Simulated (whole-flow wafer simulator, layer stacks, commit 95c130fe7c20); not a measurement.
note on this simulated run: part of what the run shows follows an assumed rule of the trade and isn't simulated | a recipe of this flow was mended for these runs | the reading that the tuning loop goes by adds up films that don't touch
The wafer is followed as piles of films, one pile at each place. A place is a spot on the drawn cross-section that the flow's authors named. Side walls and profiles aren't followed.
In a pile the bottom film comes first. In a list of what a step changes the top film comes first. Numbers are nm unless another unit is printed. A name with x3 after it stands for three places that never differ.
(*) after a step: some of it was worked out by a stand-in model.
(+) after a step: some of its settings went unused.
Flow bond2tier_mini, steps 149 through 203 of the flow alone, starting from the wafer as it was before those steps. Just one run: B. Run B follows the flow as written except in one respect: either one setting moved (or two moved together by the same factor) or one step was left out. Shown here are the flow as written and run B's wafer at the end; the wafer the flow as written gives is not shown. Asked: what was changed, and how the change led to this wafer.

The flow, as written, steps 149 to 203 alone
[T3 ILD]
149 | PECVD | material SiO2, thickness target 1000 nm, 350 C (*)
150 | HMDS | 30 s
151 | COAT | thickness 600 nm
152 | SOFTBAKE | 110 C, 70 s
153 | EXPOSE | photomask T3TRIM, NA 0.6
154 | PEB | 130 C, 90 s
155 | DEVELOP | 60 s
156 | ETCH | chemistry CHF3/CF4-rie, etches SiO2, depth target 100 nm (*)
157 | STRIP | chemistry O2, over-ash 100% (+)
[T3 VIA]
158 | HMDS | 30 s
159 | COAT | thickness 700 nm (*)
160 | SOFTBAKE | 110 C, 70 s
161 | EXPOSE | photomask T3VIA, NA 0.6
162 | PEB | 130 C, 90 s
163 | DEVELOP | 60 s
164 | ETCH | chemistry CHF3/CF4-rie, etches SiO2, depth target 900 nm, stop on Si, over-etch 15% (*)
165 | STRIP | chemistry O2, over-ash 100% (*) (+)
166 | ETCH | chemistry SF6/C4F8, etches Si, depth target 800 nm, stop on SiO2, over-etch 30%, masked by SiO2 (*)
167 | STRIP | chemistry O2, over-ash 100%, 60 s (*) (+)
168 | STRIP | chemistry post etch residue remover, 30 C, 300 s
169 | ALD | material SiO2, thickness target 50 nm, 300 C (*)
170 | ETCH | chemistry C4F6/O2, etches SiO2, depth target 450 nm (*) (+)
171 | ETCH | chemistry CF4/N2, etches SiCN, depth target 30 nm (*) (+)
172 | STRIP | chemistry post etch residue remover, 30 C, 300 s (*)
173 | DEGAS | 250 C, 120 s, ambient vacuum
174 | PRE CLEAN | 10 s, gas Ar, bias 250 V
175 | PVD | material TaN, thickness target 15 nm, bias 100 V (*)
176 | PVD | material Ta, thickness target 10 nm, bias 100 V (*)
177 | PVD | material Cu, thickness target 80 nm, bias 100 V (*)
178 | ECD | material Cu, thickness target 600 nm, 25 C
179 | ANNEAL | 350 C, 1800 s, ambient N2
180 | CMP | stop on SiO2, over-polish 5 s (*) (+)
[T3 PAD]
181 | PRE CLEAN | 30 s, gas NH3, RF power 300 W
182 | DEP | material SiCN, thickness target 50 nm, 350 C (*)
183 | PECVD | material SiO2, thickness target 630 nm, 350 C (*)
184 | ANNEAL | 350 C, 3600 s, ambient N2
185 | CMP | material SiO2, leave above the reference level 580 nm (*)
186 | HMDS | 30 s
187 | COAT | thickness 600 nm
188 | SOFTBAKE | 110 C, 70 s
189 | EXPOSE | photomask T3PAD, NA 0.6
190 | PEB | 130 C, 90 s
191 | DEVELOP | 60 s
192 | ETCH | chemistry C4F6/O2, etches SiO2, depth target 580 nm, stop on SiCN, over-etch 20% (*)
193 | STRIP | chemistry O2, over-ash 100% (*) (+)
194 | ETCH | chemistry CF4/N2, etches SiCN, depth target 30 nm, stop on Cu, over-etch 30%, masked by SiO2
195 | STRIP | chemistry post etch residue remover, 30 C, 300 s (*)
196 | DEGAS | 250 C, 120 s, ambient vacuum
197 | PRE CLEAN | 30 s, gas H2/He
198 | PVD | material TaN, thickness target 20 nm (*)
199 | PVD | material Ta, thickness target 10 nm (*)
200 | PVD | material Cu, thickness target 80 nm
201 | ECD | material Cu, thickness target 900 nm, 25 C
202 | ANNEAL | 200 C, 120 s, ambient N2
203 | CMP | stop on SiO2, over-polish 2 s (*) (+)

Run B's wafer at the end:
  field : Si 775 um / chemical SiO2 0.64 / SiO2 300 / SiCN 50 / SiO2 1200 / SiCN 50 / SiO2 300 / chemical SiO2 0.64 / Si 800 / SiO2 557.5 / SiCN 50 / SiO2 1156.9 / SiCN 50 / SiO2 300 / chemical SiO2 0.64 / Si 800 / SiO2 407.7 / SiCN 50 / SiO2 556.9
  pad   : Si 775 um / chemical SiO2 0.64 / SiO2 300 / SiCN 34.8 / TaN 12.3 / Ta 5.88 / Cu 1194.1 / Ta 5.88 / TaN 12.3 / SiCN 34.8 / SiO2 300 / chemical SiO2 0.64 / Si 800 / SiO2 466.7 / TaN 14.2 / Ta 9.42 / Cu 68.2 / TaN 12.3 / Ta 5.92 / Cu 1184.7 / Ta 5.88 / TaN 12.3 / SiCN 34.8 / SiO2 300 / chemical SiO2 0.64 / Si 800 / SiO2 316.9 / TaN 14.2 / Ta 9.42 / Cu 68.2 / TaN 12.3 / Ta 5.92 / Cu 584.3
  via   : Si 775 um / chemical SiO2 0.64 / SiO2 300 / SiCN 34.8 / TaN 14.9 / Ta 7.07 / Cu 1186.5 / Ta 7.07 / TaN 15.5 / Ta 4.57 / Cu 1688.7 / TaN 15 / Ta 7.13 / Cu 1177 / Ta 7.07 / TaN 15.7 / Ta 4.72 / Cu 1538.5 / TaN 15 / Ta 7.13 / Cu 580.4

What caused this: step 149, PECVD: thickness target 850 nm was run, though the flow has thickness target 1000 nm.

The path from the change to this, step by step:
  149 | PECVD | material SiO2, thickness target 1000 nm, 350 C (*)
      field, pad, via: SiO2 gains 850 (new film) (in the flow as written it would be: SiO2 gains 1000 (new film))
  164 | ETCH | chemistry CHF3/CF4-rie, etches SiO2, depth target 900 nm, stop on Si, over-etch 15% (*)
      field, pad: thick-KrF-resist loses 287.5 (in the flow as written it would be: thick-KrF-resist loses 345)
      via: SiO2 loses 750 (all of it), Si loses 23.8 (in the flow as written it would be: SiO2 loses 900 (all of it), Si loses 11.2)
  165 | STRIP | chemistry O2, over-ash 100% (*) (+)
      field: thick-KrF-resist loses 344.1 (all of it) (in the flow as written it would be: thick-KrF-resist loses 286.6 (all of it))
      pad: thick-KrF-resist loses 430.4 (all of it) (in the flow as written it would be: thick-KrF-resist loses 372.9 (all of it))
  177 | PVD | material Cu, thickness target 80 nm, bias 100 V (*)
      via: Cu gains 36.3 (new film) (in the flow as written it would be: Cu gains 35 (new film))
  178 | ECD | material Cu, thickness target 600 nm, 25 C
      via: Cu gains 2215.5 (in the flow as written it would be: Cu gains 2367)
